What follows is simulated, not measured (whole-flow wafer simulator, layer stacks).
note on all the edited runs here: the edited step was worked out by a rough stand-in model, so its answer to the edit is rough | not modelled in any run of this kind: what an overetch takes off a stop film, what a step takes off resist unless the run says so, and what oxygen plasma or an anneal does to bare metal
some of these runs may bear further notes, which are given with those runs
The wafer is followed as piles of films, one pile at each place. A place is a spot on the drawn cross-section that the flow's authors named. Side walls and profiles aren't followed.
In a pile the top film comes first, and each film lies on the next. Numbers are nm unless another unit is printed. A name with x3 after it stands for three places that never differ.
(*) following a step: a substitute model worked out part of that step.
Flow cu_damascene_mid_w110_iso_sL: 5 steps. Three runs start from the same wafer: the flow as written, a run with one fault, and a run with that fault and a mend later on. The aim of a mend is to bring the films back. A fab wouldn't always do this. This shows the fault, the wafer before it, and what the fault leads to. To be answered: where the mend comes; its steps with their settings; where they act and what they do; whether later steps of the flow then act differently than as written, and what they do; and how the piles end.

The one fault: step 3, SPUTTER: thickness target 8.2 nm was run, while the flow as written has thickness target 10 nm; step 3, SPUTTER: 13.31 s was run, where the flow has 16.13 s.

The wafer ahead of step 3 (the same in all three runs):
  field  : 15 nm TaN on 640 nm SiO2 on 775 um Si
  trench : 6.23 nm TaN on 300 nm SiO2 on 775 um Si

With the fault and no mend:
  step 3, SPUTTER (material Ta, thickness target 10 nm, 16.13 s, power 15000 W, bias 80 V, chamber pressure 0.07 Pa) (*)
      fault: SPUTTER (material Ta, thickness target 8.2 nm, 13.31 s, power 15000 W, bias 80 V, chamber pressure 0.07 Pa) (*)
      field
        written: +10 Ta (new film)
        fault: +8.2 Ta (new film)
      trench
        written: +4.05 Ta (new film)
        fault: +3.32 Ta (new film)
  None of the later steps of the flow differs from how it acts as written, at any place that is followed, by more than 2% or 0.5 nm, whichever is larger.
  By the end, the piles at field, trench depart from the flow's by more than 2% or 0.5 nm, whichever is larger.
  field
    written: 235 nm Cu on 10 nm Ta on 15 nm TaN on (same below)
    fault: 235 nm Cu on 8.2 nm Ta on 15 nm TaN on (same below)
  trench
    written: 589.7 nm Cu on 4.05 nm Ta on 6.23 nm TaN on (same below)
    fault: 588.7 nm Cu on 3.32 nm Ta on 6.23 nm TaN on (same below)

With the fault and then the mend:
  The mend stands after step 3.
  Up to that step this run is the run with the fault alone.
  step 3a, SPUTTER (material Ta, thickness target 1.8 nm, 2.903 s, power 15000 W, bias 80 V, chamber pressure 0.07 Pa) (*) (the flow's step 3 again, with other settings)
      field
        +1.8 Ta
      trench
        +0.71 Ta
  None of the later steps of the flow acts differently than as written at any place that is followed.
  When the end is reached, the piles differ only a little from the flow's at the places that both follow, at most by 2% or 0.5 nm, whichever is larger.
